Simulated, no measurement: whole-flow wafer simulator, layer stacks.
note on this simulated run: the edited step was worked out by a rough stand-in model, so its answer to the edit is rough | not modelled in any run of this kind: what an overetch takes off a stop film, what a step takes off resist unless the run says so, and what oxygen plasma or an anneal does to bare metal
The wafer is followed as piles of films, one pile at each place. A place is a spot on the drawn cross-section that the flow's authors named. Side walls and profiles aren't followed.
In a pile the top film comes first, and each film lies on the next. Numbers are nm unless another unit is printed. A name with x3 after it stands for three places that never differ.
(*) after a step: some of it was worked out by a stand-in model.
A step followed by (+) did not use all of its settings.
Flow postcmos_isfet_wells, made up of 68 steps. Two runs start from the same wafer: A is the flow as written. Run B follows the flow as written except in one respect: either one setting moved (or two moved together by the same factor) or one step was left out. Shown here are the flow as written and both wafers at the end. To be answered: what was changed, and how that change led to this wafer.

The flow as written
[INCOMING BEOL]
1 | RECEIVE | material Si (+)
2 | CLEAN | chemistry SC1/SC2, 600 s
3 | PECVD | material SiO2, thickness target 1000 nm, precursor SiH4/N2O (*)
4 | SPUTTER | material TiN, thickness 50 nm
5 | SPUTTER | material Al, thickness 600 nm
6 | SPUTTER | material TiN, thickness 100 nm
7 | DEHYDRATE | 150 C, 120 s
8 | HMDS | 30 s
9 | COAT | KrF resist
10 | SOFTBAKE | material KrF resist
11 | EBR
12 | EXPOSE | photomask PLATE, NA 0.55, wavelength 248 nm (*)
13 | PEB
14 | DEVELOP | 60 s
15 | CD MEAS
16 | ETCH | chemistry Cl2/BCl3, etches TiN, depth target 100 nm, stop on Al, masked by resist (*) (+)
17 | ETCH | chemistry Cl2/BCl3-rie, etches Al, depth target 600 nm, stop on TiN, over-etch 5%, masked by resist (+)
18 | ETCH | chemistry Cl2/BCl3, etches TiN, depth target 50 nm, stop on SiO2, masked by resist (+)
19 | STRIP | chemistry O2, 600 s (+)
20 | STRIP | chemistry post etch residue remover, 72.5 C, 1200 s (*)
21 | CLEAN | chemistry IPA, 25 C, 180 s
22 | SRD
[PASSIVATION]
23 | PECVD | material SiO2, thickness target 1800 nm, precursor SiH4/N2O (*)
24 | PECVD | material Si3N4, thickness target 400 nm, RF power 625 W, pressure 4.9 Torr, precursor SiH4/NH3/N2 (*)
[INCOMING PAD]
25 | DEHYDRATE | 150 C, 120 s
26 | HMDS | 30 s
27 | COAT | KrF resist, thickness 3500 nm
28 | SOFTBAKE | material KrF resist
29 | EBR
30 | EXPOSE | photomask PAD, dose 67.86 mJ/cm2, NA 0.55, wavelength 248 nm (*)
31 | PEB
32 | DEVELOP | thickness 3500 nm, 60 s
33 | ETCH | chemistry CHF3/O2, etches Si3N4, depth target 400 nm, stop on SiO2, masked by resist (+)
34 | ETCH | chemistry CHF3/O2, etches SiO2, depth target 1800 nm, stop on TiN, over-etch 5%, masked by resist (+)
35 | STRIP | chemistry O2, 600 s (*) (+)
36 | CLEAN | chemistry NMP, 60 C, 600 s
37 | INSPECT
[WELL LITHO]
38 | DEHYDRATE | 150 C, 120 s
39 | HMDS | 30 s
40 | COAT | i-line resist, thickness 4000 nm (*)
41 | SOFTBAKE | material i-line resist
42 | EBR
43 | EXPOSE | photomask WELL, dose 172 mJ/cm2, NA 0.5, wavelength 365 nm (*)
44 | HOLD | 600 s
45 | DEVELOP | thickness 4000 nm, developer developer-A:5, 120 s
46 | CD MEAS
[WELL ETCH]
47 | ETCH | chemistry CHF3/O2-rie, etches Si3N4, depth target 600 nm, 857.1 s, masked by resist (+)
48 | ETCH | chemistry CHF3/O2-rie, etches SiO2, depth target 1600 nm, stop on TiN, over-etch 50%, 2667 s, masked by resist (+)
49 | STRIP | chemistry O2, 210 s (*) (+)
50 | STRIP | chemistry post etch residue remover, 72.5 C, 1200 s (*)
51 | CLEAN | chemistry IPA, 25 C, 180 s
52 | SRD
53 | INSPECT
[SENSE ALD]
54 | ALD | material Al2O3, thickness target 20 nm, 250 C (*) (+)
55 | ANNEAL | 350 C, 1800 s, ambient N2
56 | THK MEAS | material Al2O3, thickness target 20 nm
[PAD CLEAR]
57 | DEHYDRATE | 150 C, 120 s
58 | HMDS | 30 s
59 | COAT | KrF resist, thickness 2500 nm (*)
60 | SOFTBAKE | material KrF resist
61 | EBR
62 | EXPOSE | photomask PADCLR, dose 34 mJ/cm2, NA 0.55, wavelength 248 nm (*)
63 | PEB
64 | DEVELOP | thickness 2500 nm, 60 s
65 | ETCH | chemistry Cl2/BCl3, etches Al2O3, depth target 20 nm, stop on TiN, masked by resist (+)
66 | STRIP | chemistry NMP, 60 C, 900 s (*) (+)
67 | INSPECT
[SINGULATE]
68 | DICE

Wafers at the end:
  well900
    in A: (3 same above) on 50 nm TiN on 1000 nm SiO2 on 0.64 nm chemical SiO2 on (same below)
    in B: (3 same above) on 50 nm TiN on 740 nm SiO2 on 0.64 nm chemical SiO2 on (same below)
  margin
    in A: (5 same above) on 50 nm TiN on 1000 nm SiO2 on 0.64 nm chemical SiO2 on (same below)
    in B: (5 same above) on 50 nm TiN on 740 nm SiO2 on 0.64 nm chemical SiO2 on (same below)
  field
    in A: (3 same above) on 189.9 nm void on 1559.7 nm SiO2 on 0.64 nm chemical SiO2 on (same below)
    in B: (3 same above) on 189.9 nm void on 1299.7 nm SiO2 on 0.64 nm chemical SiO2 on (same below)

The reason: step 3, PECVD: thickness target 740 nm was run, though the flow has thickness target 1000 nm.
The wafer lets one read it off: well900 has SiO2 740, and step 3 as written asks for 1000 nm.

The path from the change to this, step by step:
  3 | PECVD | material SiO2, thickness target 1000 nm, precursor SiH4/N2O (*)
      field, margin, well900, well1300 x3, pad_rim, pad_clr, pad_open: A +1000 SiO2 (new film) | B +740 SiO2 (new film)
